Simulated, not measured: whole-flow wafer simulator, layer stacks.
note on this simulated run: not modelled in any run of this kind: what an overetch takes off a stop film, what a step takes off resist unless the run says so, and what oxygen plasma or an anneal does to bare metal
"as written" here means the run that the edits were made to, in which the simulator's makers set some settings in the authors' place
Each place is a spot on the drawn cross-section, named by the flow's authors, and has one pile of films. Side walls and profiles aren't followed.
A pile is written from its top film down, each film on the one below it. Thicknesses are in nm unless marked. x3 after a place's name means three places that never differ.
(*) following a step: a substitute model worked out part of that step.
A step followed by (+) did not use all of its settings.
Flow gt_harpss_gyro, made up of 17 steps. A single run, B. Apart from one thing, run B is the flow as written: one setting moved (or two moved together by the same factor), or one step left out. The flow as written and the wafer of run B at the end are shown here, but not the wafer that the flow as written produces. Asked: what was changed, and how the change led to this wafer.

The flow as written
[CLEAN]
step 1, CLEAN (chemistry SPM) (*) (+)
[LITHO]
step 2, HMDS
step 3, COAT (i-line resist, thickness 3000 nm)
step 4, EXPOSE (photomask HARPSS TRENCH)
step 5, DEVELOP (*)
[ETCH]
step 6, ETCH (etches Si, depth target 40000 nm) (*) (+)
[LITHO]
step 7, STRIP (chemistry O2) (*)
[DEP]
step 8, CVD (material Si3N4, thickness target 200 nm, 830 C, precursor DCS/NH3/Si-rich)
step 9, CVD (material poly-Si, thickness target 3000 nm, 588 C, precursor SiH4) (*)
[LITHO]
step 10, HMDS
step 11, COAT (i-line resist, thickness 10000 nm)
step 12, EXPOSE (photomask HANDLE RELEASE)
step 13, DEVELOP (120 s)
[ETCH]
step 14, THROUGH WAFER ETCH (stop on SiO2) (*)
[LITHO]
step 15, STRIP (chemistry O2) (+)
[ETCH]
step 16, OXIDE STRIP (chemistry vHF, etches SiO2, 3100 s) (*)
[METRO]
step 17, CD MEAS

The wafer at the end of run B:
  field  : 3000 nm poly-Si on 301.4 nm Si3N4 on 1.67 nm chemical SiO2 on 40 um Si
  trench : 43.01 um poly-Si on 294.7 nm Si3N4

What caused this: step 8, CVD: thickness target 301.4 nm was run, while the flow as written has thickness target 200 nm.
The wafer itself shows it: field has Si3N4 301.4, and step 8 as written asks for 200 nm.

The path from the change to this, step by step:
  step 8, CVD (material Si3N4, thickness target 200 nm, 830 C, precursor DCS/NH3/Si-rich)
      field: +301.4 Si3N4 (new film) (in the flow as written it would be: +200 Si3N4 (new film))
      trench: +294.7 Si3N4 (new film) (in the flow as written it would be: +195.9 Si3N4 (new film))
